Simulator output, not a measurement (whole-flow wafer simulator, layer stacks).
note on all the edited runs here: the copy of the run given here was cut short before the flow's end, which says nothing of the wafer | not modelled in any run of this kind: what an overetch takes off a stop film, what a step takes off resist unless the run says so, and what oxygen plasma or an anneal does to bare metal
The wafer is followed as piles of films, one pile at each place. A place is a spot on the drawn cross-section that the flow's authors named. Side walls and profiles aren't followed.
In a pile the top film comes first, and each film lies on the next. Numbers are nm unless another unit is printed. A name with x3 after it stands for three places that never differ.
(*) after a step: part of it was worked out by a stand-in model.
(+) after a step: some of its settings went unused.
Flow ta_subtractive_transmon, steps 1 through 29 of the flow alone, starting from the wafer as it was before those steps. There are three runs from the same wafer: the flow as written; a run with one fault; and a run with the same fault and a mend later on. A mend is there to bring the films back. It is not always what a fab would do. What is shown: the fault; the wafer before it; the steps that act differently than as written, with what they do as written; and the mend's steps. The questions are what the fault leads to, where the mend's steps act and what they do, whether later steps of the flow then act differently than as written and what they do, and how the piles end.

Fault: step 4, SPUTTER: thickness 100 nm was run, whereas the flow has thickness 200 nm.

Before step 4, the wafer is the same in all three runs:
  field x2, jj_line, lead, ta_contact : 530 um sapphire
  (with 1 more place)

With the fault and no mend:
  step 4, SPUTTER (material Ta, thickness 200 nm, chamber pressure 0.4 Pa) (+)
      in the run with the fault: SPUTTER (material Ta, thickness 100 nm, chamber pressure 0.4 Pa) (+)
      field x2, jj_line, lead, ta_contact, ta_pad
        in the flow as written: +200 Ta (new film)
        in the run with the fault: +100 Ta (new film)
  Steps further on in the flow that do not act as written:
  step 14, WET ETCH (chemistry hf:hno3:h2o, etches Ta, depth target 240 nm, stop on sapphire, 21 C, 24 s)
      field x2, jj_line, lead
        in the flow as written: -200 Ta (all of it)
        in the run with the fault: -100 Ta (all of it)
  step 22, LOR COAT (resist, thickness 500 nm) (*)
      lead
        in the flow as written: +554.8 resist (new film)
        in the run with the fault: +528.4 resist (new film)
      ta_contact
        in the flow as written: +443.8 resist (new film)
        in the run with the fault: +470.6 resist (new film)
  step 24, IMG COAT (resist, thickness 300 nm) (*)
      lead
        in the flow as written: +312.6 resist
        in the run with the fault: +306.2 resist
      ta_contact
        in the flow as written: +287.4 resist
        in the run with the fault: +293.9 resist
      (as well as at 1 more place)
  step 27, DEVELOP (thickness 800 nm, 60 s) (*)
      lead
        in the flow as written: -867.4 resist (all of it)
        in the run with the fault: -834.6 resist (all of it)
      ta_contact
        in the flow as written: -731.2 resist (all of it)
        in the run with the fault: -764.5 resist (all of it)
  At ta_contact, ta_pad, the piles at the end differ from the flow's by more than 2% or 0.5 nm, whichever is larger.
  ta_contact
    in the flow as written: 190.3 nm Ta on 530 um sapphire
    in the run with the fault: 90.3 nm Ta on 530 um sapphire
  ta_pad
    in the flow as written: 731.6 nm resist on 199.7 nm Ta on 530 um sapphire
    in the run with the fault: 747.9 nm resist on 99.7 nm Ta on 530 um sapphire

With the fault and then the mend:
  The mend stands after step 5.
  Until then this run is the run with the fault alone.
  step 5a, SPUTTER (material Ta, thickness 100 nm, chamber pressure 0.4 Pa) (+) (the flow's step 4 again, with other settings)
      field x2, jj_line, lead, ta_contact, ta_pad
        +100 Ta
  None of the later steps of the flow acts differently than as written at any place that is followed.
  By the end, the piles equal the flow's at every place that both follow.
